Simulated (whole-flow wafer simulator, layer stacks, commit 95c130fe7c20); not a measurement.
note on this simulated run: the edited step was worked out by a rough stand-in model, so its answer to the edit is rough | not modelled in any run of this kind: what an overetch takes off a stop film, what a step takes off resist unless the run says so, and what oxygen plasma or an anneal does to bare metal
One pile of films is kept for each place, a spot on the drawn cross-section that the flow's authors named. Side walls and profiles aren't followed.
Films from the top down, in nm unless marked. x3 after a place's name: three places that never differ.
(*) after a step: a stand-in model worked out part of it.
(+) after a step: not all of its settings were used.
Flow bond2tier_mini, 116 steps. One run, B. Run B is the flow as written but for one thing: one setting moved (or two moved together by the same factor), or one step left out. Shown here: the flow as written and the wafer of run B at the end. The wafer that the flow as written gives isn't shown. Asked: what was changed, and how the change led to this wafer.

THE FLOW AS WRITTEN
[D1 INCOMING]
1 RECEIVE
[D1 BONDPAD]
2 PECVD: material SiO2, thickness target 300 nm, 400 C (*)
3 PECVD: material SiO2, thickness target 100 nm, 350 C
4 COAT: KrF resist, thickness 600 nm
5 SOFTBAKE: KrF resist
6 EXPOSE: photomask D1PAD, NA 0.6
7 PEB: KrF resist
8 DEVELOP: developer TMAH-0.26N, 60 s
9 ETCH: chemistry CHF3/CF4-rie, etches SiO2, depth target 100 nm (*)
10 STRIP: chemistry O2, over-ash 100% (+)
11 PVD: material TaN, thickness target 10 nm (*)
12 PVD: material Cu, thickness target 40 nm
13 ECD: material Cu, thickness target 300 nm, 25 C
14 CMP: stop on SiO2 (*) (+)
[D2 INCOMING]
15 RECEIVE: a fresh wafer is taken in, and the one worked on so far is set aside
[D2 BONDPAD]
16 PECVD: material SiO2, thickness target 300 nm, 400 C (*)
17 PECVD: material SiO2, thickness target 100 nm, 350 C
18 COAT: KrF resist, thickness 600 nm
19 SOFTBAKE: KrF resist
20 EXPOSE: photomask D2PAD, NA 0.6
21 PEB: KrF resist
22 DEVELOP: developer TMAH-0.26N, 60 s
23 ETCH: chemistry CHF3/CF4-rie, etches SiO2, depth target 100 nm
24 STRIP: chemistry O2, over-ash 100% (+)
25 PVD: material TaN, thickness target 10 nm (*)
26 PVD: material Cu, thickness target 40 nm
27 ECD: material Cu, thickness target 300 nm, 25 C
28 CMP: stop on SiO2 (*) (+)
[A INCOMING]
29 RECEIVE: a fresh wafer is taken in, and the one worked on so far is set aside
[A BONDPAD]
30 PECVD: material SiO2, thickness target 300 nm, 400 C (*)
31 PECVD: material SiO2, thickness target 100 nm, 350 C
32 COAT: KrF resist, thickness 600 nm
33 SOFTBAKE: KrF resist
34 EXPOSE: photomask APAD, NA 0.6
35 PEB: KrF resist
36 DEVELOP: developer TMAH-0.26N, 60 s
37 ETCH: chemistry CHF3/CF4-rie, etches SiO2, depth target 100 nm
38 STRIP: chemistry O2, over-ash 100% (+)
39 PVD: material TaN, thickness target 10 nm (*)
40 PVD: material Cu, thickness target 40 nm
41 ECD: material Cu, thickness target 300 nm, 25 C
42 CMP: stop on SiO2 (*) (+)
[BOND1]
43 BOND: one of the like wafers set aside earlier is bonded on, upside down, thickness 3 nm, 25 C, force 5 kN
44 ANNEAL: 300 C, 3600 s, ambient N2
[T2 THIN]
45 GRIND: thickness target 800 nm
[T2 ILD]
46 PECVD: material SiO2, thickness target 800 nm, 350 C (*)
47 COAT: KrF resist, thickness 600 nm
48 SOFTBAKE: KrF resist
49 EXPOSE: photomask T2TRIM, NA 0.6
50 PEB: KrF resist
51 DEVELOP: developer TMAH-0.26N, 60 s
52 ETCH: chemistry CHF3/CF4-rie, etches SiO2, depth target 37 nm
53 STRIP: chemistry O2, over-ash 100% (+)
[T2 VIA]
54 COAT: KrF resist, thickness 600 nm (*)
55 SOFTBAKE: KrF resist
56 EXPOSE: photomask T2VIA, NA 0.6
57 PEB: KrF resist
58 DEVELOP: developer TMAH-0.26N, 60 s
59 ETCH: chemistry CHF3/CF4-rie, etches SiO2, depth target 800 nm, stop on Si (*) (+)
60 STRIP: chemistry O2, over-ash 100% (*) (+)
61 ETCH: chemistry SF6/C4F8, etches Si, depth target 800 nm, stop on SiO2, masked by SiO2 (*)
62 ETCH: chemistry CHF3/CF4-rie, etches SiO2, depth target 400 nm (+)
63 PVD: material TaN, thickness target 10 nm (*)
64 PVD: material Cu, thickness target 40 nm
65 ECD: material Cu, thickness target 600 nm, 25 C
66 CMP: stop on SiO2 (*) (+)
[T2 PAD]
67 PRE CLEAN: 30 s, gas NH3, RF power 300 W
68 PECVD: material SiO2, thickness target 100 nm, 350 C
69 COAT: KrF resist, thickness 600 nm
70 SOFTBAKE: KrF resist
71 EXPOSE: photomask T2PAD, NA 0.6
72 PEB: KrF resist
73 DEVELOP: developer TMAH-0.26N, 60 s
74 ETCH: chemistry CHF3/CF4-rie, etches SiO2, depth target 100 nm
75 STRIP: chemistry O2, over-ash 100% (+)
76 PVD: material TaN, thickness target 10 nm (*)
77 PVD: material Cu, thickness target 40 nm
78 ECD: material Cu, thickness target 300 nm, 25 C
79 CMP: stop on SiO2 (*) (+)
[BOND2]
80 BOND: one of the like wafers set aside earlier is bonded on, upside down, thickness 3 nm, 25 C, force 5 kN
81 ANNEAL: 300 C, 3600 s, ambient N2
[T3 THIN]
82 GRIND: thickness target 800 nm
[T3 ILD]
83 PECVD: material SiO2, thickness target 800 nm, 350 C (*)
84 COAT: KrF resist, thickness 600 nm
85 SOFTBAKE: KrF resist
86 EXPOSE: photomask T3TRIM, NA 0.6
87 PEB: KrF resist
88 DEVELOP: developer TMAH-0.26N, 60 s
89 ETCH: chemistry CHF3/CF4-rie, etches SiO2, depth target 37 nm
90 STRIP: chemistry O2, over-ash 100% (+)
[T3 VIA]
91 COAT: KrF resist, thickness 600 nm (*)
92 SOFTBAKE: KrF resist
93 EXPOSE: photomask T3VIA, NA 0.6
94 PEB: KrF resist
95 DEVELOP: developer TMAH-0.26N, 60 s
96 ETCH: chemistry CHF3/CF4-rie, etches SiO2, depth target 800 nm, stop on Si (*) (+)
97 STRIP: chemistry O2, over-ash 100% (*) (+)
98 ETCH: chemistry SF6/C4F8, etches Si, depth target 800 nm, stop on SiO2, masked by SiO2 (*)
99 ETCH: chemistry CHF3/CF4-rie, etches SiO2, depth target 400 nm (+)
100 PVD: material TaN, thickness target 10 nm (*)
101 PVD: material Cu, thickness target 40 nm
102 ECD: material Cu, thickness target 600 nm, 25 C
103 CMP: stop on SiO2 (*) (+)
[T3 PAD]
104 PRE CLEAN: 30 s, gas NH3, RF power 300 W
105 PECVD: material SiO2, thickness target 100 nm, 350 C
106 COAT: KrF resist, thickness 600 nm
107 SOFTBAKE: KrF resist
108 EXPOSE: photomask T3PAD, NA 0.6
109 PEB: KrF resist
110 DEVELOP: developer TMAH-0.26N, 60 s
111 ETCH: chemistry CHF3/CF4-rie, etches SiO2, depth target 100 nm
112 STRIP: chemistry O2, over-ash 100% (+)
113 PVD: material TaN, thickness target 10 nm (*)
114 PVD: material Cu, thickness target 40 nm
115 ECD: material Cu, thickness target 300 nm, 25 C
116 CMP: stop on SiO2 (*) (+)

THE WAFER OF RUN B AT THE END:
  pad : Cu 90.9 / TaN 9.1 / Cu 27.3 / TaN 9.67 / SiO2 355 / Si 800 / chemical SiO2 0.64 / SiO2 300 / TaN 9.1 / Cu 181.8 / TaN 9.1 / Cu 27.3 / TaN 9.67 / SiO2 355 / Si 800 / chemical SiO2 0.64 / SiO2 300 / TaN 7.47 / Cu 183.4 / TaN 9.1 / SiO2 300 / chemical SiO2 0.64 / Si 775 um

The cause: step 11, PVD: thickness target 8.2 nm was run, where the flow has thickness target 10 nm.

How the change led to this, step by step:
  11 PVD: material TaN, thickness target 10 nm (*)
      field: TaN +8.2 (new film) (as written it would be: TaN +10 (new film))
      pad: TaN +7.47 (new film) (as written it would be: TaN +9.1 (new film))
      (and at 1 more place)
  14 CMP: stop on SiO2 (*) (+)
      field: Cu -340 (all of it), TaN -8.2 (all of it) (as written it would be: Cu -340 (all of it), TaN -10 (all of it))
  43 BOND: one of the like wafers set aside earlier is bonded on, upside down, thickness 3 nm, 25 C, force 5 kN
      pad: Si +775 um (new film), chemical SiO2 +0.64 (new film), SiO2 +300 (new film), TaN +7.47 (new film), Cu +92.5 (as written it would be: Si +775 um (new film), chemical SiO2 +0.64 (new film), SiO2 +300 (new film), TaN +9.1 (new film), Cu +90.9)
      via: Si +775 um (new film), chemical SiO2 +0.64 (new film), SiO2 +300 (new film), TaN +8.18 (new film), Cu +91.8 (as written it would be: Si +775 um (new film), chemical SiO2 +0.64 (new film), SiO2 +300 (new film), TaN +9.97 (new film), Cu +90)
